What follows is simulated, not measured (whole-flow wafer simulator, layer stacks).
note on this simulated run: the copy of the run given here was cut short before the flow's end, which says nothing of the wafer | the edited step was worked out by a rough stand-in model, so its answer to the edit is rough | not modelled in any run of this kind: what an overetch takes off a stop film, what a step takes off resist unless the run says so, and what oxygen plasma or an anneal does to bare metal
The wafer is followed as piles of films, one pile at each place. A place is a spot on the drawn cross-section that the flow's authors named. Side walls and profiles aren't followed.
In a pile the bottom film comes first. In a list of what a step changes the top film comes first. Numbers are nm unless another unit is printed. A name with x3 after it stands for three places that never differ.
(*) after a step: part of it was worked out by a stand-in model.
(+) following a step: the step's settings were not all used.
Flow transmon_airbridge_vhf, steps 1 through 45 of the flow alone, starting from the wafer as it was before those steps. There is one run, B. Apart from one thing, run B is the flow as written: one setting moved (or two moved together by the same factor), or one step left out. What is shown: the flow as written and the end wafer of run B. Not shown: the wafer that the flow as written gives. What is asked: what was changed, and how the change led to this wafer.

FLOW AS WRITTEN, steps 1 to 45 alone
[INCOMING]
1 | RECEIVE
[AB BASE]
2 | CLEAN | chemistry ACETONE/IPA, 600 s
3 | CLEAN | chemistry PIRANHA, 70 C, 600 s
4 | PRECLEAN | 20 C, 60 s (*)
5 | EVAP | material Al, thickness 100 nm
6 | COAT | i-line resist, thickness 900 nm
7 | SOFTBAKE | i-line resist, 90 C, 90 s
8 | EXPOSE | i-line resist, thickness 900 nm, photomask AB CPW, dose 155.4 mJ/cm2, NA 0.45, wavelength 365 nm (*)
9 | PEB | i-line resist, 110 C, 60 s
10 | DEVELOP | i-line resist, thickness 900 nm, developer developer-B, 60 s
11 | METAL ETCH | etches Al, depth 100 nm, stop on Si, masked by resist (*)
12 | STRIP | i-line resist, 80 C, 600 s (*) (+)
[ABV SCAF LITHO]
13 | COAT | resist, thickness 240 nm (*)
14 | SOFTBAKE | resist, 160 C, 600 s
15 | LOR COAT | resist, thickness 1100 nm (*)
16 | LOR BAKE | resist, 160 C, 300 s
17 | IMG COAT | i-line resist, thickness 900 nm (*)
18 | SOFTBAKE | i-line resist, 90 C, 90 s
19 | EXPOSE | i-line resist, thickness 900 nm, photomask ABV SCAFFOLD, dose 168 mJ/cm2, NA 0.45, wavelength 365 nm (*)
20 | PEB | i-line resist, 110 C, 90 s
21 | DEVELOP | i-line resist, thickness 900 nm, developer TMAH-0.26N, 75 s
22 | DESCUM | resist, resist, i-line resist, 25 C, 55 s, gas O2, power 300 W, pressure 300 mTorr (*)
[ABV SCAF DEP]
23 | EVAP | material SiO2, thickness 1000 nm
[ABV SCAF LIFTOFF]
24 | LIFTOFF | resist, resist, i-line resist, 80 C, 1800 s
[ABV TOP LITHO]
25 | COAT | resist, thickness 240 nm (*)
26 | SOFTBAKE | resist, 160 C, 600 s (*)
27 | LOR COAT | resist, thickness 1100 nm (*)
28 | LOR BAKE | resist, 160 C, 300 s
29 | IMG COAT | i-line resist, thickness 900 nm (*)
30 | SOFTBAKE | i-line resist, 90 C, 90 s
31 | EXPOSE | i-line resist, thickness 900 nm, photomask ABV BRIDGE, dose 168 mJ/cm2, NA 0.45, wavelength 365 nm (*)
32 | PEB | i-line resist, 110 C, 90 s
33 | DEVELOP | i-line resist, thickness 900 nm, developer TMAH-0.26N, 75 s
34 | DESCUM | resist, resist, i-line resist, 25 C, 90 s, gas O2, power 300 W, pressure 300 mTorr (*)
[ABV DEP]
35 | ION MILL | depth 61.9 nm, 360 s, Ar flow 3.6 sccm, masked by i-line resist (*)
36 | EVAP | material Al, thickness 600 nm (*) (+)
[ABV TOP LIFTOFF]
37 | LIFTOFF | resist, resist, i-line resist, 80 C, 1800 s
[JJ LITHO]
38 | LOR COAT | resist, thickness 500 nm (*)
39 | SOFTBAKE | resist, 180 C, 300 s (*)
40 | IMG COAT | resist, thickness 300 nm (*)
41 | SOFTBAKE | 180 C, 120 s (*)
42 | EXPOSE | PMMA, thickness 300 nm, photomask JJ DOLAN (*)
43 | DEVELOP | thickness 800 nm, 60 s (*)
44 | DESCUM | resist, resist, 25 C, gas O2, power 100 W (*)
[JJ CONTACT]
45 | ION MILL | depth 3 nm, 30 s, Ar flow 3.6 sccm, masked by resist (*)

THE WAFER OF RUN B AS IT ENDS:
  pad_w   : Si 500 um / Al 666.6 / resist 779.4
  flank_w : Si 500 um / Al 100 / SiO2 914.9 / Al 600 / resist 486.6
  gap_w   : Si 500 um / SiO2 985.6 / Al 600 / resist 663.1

What caused this: step 35, ION MILL: 144 s was run, though the flow has 360 s.

Step by step, how the change led to this:
  35 | ION MILL | depth 61.9 nm, 360 s, Ar flow 3.6 sccm, masked by i-line resist (*)
      field x3, jj_line, ground_far, trace_open_s x2, margin_s, margin_n: -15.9 i-line resist (as written it would have been: -39.7 i-line resist)
      flank_w, gap_w, cpw_trace, gap_e, flank_e, bridge_strip: -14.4 SiO2 (as written it would have been: -36 SiO2)
      (also at 2 further places)
  37 | LIFTOFF | resist, resist, i-line resist, 80 C, 1800 s
      field x3, jj_line, trace_open_s x2: -600 Al (all of it), -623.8 i-line resist (all of it), -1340 resist (all of it) (as written it would have been: -600 Al (all of it), -600 i-line resist (all of it), -1340 resist (all of it))
      margin_s, margin_n: -600 Al (all of it), -342.1 i-line resist (all of it), -992 resist (all of it) (as written it would have been: -600 Al (all of it), -318.3 i-line resist (all of it), -992 resist (all of it))
      (also at 1 further place)
